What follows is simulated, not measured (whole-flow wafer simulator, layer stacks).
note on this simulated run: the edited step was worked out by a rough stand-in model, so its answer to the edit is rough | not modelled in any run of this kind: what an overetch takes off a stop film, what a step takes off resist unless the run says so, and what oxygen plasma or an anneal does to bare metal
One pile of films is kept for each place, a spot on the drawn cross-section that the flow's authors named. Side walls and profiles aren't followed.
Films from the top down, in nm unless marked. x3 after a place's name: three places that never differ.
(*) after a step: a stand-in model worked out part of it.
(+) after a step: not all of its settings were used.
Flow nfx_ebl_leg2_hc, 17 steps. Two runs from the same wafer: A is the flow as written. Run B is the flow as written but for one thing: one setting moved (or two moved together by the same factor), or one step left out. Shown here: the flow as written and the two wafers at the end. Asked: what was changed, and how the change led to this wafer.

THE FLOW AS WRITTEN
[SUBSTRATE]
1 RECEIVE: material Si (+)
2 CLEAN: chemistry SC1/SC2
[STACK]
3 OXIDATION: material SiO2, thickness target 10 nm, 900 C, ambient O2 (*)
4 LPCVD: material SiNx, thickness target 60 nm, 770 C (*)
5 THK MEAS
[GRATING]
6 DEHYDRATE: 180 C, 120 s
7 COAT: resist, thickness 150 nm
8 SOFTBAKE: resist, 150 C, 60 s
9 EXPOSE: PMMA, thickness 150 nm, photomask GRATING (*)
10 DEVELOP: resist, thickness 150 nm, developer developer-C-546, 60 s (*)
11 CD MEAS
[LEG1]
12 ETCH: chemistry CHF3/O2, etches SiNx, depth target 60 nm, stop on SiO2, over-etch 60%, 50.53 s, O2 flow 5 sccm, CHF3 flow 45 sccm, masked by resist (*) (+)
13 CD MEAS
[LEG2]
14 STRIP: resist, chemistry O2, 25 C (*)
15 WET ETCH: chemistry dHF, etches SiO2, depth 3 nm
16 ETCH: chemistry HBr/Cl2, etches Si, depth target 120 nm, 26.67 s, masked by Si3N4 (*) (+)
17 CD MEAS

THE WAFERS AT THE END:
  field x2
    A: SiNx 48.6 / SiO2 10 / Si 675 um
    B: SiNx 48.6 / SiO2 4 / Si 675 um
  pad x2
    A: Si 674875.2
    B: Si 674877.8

The cause: step 3, OXIDATION: thickness target 4 nm was run, where the flow has thickness target 10 nm.
It can be read off the wafer: field x2 has SiO2 4, and step 3 as written asks for 10 nm.

How the change led to this, step by step:
  3 OXIDATION: material SiO2, thickness target 10 nm, 900 C, ambient O2 (*)
      field x2, pad x2: A SiO2 +10 (new film), chemical SiO2 -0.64 (all of it), Si -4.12 | B SiO2 +4 (new film), chemical SiO2 -0.64 (all of it), Si -1.48
  12 ETCH: chemistry CHF3/O2, etches SiNx, depth target 60 nm, stop on SiO2, over-etch 60%, 50.53 s, O2 flow 5 sccm, CHF3 flow 45 sccm, masked by resist (*) (+)
      pad x2: A SiNx -60 (all of it), SiO2 -10 (all of it) | B SiNx -60 (all of it), SiO2 -4 (all of it)
